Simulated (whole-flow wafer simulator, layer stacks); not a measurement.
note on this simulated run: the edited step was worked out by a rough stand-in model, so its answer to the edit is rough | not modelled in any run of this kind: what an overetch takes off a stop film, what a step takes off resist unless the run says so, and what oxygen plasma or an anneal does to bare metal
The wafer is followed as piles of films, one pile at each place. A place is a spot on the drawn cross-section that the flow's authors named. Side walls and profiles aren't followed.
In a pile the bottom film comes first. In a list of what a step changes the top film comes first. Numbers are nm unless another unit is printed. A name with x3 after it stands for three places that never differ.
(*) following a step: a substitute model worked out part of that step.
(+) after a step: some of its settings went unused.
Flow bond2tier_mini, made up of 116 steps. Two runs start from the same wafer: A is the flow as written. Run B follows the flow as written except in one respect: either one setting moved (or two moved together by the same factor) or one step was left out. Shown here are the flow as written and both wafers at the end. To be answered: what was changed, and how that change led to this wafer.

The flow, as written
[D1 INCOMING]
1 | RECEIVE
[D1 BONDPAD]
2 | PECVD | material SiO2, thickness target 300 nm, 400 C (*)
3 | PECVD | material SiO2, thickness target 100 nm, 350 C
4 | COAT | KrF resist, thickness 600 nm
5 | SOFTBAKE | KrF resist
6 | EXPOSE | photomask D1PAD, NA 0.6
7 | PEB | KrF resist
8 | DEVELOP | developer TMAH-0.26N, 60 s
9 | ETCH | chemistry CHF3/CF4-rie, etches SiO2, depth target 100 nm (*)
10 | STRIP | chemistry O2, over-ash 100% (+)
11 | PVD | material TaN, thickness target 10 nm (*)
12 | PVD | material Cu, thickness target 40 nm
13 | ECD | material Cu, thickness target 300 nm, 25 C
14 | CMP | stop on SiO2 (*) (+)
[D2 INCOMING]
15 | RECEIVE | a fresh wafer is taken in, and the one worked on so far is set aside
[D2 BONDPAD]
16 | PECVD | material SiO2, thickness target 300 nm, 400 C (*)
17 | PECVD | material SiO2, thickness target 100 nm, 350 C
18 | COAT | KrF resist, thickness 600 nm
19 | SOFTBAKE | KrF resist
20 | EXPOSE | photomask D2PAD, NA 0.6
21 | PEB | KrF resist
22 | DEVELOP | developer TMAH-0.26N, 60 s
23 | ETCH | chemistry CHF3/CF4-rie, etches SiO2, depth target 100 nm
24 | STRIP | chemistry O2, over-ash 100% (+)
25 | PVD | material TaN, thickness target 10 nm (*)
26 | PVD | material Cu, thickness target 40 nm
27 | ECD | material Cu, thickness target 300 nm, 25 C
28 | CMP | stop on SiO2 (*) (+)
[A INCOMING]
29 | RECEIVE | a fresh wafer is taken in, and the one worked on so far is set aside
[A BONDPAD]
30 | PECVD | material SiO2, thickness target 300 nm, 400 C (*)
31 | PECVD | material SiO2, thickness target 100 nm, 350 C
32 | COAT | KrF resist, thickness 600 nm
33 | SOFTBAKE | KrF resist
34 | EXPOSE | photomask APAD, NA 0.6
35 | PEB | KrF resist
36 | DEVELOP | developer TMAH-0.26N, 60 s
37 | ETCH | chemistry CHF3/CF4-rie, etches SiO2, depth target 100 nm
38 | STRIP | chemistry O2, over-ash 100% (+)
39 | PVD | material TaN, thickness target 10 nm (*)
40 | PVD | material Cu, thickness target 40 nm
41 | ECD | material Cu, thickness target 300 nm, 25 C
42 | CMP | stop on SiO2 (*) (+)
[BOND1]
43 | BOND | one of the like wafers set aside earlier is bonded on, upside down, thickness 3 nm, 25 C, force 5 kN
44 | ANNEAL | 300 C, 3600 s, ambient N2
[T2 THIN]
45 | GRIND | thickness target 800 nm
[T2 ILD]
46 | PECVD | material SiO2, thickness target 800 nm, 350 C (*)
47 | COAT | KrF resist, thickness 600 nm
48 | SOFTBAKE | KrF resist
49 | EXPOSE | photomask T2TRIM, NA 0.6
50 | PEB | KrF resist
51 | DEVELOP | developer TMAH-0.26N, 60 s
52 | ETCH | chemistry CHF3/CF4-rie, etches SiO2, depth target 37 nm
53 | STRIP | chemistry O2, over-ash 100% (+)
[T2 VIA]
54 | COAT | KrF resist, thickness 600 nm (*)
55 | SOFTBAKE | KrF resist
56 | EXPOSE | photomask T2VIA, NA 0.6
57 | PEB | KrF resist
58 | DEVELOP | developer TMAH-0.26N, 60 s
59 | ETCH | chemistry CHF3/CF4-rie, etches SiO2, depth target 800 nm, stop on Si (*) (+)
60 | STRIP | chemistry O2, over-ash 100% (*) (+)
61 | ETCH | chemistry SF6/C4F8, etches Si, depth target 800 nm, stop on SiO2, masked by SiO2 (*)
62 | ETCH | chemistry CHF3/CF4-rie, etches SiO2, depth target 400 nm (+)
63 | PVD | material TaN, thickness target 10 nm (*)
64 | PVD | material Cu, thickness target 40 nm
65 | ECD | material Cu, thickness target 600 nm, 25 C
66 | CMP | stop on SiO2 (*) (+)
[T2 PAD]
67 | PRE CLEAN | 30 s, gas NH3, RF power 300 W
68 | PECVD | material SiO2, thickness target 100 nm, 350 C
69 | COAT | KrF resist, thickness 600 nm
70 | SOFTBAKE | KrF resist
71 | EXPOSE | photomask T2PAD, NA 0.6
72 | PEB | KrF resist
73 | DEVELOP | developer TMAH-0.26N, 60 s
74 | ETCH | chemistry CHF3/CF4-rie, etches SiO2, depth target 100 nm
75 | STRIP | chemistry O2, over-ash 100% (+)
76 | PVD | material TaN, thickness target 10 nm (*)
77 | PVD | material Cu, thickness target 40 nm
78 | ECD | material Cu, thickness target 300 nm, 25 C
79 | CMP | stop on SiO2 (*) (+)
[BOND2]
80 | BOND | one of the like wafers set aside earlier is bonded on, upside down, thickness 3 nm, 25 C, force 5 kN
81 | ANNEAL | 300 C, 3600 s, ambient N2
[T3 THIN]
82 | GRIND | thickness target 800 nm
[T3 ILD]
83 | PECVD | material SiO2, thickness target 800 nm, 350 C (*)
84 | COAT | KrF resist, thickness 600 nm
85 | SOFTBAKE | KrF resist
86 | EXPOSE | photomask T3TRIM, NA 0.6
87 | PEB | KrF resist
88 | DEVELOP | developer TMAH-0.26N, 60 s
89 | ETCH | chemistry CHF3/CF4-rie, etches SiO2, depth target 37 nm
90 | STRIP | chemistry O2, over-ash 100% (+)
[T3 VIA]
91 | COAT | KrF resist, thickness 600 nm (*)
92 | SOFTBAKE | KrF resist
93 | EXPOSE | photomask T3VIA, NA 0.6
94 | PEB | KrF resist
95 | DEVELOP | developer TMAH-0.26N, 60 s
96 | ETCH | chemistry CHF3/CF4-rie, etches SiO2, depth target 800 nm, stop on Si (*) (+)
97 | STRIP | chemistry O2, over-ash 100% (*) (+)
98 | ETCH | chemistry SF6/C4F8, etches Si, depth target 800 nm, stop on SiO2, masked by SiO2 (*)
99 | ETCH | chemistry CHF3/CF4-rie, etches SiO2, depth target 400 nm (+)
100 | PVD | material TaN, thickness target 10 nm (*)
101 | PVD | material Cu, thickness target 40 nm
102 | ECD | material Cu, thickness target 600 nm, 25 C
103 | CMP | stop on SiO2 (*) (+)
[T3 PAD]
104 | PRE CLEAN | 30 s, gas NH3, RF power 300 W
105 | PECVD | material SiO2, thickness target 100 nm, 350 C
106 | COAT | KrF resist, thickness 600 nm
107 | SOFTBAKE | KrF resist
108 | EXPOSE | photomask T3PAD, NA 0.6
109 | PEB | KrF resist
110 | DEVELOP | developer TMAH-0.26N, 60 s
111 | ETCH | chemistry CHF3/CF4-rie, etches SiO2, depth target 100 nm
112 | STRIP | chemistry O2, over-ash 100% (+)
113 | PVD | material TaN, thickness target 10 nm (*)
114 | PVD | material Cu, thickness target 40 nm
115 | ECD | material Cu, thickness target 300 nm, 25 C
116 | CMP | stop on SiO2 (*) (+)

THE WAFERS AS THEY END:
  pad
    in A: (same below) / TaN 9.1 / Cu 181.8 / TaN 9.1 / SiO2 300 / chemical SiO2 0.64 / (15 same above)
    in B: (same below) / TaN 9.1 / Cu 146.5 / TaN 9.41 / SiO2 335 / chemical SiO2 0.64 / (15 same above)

The reason: step 9, ETCH: depth target 65 nm was run, whereas the flow has depth target 100 nm.

The path from the change to this, step by step:
  9 | ETCH | chemistry CHF3/CF4-rie, etches SiO2, depth target 100 nm (*)
      pad, via: A -100 SiO2 | B -65 SiO2
      field: A -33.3 KrF resist | B -21.7 KrF resist
  10 | STRIP | chemistry O2, over-ash 100% (+)
      field: A -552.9 KrF resist (all of it) | B -564.6 KrF resist (all of it)
  12 | PVD | material Cu, thickness target 40 nm
      pad: A +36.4 Cu (new film) | B +37.6 Cu (new film)
  13 | ECD | material Cu, thickness target 300 nm, 25 C
      pad: A +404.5 Cu | B +367.9 Cu
      via: A +400.2 Cu | B +365 Cu
  43 | BOND | one of the like wafers set aside earlier is bonded on, upside down, thickness 3 nm, 25 C, force 5 kN
      pad: A +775 um Si (new film), +0.64 chemical SiO2 (new film), +300 SiO2 (new film), +9.1 TaN (new film), +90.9 Cu | B +775 um Si (new film), +0.64 chemical SiO2 (new film), +335 SiO2 (new film), +9.41 TaN (new film), +55.6 Cu
      via: A +775 um Si (new film), +0.64 chemical SiO2 (new film), +300 SiO2 (new film), +9.97 TaN (new film), +90 Cu | B +775 um Si (new film), +0.64 chemical SiO2 (new film), +335 SiO2 (new film), +9.99 TaN (new film), +55 Cu
